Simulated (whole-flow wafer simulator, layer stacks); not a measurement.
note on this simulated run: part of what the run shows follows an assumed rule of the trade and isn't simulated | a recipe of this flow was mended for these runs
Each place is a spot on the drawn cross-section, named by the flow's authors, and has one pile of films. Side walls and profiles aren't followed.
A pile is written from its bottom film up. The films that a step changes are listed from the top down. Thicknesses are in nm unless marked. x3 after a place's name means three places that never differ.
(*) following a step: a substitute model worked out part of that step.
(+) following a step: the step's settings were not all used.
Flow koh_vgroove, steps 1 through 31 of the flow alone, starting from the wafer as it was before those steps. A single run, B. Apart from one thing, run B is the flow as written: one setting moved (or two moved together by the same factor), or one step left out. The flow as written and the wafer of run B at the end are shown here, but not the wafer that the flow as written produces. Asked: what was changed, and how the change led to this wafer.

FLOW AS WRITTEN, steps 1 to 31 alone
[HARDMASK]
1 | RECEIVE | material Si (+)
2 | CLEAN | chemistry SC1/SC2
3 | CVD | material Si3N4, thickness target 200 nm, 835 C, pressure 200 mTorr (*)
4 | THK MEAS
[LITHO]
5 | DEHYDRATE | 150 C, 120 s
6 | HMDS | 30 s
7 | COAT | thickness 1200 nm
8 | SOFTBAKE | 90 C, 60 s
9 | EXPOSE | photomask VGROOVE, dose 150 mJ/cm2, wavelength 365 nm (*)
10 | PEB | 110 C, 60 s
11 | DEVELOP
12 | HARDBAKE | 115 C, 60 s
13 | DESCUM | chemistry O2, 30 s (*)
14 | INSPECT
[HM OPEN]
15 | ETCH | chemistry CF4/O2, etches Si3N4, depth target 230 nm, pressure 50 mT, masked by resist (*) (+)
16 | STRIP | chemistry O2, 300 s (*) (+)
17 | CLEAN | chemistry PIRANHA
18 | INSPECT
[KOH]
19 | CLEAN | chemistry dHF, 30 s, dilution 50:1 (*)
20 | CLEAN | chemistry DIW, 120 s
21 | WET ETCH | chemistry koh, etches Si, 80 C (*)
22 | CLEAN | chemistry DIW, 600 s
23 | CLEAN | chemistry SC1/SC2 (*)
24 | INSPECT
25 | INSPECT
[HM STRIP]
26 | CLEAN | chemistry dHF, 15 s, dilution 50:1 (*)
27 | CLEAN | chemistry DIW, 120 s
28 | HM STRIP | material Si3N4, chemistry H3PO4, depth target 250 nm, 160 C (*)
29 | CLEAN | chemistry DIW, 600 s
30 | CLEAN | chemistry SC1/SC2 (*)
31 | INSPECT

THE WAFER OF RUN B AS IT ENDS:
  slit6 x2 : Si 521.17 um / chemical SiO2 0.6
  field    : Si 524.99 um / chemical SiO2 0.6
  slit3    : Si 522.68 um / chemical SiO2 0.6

Cause: step 3, CVD: thickness target 142 nm was run, while the flow as written has thickness target 200 nm.

The path from the change to this, step by step:
  3 | CVD | material Si3N4, thickness target 200 nm, 835 C, pressure 200 mTorr (*)
      field, slit3, slit2, slit6 x2: +142 Si3N4 (new film) (in the flow as written it would be: +200 Si3N4 (new film))
  15 | ETCH | chemistry CF4/O2, etches Si3N4, depth target 230 nm, pressure 50 mT, masked by resist (*) (+)
      slit3, slit2, slit6 x2: -142 Si3N4 (all of it), -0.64 chemical SiO2 (all of it), -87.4 Si (in the flow as written it would be: -200 Si3N4 (all of it), -0.64 chemical SiO2 (all of it), -29.4 Si)
  28 | HM STRIP | material Si3N4, chemistry H3PO4, depth target 250 nm, 160 C (*)
      field: -140.7 Si3N4 (all of it), -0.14 chemical SiO2, -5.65 Si (in the flow as written it would be: -198.7 Si3N4 (all of it), -0.14 chemical SiO2, -2.75 Si)
